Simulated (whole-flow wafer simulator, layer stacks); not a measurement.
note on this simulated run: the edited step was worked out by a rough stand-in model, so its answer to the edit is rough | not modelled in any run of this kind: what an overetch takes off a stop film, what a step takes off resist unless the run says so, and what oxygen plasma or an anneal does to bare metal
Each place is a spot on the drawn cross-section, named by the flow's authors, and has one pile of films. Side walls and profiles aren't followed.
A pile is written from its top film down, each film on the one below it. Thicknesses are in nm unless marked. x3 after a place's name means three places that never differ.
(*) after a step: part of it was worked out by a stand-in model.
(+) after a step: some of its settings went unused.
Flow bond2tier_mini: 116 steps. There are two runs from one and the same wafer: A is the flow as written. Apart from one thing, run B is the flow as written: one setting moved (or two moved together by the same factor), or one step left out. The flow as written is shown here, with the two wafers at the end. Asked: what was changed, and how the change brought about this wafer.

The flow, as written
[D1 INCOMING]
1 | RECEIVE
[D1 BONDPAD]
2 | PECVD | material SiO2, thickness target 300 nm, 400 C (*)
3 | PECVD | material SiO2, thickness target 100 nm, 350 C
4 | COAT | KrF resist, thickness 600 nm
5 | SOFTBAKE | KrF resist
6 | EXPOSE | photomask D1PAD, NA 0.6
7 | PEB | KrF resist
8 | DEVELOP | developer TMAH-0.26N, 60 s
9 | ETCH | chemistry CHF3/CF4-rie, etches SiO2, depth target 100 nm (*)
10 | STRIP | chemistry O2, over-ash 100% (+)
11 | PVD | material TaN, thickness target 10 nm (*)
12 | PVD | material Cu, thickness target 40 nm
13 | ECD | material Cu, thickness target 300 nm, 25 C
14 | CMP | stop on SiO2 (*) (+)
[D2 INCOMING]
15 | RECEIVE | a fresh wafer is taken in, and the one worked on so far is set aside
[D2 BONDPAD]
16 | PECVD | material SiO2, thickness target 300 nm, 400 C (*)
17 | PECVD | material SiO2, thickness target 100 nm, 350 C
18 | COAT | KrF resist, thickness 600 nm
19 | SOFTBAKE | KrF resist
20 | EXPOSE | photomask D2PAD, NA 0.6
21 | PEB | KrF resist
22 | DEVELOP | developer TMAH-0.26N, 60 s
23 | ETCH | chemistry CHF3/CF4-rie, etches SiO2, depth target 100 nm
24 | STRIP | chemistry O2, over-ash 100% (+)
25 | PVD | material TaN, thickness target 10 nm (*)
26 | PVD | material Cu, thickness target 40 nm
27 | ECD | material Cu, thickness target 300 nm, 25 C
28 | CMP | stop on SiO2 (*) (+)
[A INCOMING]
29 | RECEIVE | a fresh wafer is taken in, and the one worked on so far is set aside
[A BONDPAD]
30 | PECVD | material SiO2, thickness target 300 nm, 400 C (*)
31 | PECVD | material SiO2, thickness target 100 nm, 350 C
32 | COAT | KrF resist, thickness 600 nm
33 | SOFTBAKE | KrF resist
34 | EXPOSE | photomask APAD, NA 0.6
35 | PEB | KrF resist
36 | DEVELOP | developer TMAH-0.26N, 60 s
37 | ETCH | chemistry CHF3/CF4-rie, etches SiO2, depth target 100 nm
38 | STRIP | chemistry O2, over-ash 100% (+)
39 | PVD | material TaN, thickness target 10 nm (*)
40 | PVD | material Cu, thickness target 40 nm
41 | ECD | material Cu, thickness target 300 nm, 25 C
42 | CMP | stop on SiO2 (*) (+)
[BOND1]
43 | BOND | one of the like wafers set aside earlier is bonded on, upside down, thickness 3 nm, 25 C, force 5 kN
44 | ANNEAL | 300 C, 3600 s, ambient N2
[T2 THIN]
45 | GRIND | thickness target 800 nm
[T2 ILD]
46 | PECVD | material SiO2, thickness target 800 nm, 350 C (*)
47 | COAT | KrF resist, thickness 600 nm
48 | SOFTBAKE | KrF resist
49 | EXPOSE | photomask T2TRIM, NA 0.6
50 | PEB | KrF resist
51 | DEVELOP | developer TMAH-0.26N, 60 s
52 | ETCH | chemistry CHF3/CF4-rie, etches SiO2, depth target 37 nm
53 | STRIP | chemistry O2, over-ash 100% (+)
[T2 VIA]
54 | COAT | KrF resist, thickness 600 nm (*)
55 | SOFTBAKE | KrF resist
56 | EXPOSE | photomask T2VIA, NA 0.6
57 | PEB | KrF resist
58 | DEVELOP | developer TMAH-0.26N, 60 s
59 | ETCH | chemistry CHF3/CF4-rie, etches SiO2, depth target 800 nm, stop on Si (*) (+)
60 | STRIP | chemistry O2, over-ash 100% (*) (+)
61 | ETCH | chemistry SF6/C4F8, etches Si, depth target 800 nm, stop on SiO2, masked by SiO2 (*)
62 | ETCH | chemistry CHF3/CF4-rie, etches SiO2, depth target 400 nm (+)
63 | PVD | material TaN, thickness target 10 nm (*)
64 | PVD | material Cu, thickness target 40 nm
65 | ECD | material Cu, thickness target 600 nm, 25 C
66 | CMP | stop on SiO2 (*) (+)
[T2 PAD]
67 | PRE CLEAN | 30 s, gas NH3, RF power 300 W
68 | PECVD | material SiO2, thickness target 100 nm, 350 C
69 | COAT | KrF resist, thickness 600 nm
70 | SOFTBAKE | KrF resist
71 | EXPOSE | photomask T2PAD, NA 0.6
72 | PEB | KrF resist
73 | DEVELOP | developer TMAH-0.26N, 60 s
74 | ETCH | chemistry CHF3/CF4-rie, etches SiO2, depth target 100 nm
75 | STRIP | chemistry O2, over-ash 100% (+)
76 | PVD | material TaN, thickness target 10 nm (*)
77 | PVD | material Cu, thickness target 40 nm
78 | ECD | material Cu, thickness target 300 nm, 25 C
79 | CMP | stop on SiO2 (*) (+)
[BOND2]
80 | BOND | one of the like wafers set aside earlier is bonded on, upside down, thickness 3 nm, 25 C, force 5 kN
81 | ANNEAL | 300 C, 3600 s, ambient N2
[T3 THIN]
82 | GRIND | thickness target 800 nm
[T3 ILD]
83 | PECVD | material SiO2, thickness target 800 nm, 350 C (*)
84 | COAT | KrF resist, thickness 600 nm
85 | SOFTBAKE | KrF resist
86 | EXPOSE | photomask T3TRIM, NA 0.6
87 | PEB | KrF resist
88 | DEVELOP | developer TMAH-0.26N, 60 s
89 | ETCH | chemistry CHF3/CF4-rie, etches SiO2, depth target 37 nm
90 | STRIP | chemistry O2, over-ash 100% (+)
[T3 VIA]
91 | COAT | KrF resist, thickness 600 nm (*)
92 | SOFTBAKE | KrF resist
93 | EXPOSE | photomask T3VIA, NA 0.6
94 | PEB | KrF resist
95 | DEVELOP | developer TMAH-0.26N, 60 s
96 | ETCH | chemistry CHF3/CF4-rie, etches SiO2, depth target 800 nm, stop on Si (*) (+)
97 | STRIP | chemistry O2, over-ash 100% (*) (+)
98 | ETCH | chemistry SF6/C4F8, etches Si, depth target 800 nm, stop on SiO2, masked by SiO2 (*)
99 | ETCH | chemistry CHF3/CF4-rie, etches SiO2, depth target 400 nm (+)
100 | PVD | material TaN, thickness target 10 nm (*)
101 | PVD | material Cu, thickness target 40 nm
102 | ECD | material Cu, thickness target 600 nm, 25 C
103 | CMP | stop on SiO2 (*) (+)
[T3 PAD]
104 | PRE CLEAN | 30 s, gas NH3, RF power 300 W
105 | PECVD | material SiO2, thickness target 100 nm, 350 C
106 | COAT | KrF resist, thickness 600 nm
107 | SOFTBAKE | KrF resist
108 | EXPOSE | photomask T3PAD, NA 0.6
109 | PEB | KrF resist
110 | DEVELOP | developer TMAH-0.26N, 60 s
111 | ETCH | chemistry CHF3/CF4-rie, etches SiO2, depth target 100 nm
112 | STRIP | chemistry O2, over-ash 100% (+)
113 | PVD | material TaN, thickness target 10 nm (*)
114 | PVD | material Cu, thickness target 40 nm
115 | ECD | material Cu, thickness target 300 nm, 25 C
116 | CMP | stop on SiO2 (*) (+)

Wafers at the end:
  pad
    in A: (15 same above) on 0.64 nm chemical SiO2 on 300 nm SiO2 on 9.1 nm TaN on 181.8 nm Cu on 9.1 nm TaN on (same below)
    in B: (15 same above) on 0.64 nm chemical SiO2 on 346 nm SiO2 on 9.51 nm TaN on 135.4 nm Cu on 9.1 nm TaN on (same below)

The reason: step 9, ETCH: depth target 54 nm was run, while the flow as written has depth target 100 nm.

Step by step, how the change led to this:
  9 | ETCH | chemistry CHF3/CF4-rie, etches SiO2, depth target 100 nm (*)
      pad, via: A SiO2 loses 100 | B SiO2 loses 54
      field: A KrF resist loses 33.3 | B KrF resist loses 18
  10 | STRIP | chemistry O2, over-ash 100% (+)
      field: A KrF resist loses 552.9 (all of it) | B KrF resist loses 568.3 (all of it)
  12 | PVD | material Cu, thickness target 40 nm
      pad: A Cu gains 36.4 (new film) | B Cu gains 38 (new film)
  13 | ECD | material Cu, thickness target 300 nm, 25 C
      pad: A Cu gains 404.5 | B Cu gains 356.5
      via: A Cu gains 400.2 | B Cu gains 354
  43 | BOND | one of the like wafers set aside earlier is bonded on, upside down, thickness 3 nm, 25 C, force 5 kN
      pad: A Si gains 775 um (new film), chemical SiO2 gains 0.64 (new film), SiO2 gains 300 (new film), TaN gains 9.1 (new film), Cu gains 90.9 | B Si gains 775 um (new film), chemical SiO2 gains 0.64 (new film), SiO2 gains 346 (new film), TaN gains 9.51 (new film), Cu gains 44.5
      via: A Si gains 775 um (new film), chemical SiO2 gains 0.64 (new film), SiO2 gains 300 (new film), TaN gains 9.97 (new film), Cu gains 90 | B Si gains 775 um (new film), chemical SiO2 gains 0.64 (new film), SiO2 gains 346 (new film), TaN gains 10 (new film), Cu gains 44
